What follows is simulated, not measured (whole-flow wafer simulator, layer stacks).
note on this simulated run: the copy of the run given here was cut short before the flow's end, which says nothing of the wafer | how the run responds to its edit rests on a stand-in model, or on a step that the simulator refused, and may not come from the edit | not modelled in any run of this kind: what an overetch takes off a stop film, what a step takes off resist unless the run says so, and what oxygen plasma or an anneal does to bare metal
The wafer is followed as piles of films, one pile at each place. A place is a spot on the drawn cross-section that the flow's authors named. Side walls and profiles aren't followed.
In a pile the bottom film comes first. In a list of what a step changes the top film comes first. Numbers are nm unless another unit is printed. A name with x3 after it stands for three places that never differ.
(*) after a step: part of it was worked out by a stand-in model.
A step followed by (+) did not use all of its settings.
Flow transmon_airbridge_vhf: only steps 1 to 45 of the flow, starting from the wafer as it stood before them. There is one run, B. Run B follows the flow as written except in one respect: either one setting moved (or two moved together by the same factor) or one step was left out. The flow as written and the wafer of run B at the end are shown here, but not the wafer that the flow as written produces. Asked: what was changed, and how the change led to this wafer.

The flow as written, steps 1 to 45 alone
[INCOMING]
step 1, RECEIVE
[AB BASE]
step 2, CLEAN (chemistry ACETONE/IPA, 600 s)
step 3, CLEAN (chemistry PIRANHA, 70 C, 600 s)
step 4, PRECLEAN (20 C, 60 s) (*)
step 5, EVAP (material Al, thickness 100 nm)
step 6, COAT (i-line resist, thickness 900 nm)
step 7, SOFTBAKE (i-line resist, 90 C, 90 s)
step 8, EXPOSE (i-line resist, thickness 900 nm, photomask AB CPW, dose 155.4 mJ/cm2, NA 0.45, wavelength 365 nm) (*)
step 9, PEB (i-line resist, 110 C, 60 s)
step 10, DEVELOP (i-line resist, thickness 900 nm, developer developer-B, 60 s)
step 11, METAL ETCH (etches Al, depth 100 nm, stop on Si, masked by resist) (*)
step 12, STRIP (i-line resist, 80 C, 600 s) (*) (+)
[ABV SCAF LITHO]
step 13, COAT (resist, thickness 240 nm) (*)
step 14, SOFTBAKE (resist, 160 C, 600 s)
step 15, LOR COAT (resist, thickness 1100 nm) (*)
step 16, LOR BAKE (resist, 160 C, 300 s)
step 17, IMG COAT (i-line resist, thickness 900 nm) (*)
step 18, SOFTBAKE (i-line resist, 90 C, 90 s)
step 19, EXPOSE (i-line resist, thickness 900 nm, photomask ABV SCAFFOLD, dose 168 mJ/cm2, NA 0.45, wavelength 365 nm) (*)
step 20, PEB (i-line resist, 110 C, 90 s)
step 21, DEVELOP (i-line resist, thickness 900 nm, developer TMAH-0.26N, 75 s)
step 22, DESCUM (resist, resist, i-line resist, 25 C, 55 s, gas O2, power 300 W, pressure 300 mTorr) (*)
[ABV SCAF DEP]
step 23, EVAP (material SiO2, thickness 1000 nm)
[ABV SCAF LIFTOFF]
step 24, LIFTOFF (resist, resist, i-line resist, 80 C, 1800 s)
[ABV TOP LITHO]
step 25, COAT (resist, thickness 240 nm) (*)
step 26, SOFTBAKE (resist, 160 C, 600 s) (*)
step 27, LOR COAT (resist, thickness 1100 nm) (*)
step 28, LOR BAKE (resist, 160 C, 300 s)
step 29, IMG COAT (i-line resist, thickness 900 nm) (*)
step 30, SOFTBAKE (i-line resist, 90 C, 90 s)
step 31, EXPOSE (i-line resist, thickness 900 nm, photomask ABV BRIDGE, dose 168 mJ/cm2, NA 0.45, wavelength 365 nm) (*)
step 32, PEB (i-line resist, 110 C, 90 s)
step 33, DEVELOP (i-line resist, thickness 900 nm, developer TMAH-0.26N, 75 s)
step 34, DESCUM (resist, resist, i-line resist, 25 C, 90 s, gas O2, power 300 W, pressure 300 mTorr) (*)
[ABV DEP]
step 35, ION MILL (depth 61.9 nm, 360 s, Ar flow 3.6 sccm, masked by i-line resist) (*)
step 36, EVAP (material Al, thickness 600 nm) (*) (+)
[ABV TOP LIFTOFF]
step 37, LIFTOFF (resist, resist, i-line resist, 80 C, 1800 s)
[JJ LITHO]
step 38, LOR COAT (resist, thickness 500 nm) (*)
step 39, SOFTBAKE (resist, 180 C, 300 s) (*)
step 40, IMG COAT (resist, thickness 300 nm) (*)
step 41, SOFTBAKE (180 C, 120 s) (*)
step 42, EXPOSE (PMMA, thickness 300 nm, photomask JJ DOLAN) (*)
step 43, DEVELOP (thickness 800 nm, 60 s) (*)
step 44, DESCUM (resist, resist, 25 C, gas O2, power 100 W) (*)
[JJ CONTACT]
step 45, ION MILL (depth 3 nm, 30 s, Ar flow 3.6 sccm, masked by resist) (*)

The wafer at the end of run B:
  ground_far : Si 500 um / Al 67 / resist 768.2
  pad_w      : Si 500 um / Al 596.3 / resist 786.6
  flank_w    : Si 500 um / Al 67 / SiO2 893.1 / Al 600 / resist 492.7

The reason: step 5, EVAP: thickness 67 nm was run, whereas the flow has thickness 100 nm.
The wafer lets one read it off: ground_far has Al 67, and step 5 as written asks for 100 nm.

The path from the change to this, step by step:
  step 5, EVAP (material Al, thickness 100 nm)
      field x3, jj_line, ground_far and 12 more: Al gains 67 (new film) (in the flow as written it would be: Al gains 100 (new film))
  step 11, METAL ETCH (etches Al, depth 100 nm, stop on Si, masked by resist) (*)
      field x3, jj_line, gap_w, gap_e: Al loses 67 (all of it) (in the flow as written it would be: Al loses 100 (all of it))
  step 13, COAT (resist, thickness 240 nm) (*)
      flank_w, flank_e: resist gains 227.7 (new film) (in the flow as written it would be: resist gains 222.3 (new film))
  step 22, DESCUM (resist, resist, i-line resist, 25 C, 55 s, gas O2, power 300 W, pressure 300 mTorr) (*)
      flank_w, flank_e: resist loses 227.7 (all of it) (in the flow as written it would be: resist loses 222.3 (all of it))
  step 25, COAT (resist, thickness 240 nm) (*)
      flank_w, flank_e: resist gains 156 (new film) (in the flow as written it would be: resist gains 152.6 (new film))
  step 34, DESCUM (resist, resist, i-line resist, 25 C, 90 s, gas O2, power 300 W, pressure 300 mTorr) (*)
      flank_w, flank_e: resist loses 156 (all of it) (in the flow as written it would be: resist loses 152.6 (all of it))
  step 40, IMG COAT (resist, thickness 300 nm) (*)
      flank_w, flank_e: resist gains 216.9 (in the flow as written it would be: resist gains 212.1)
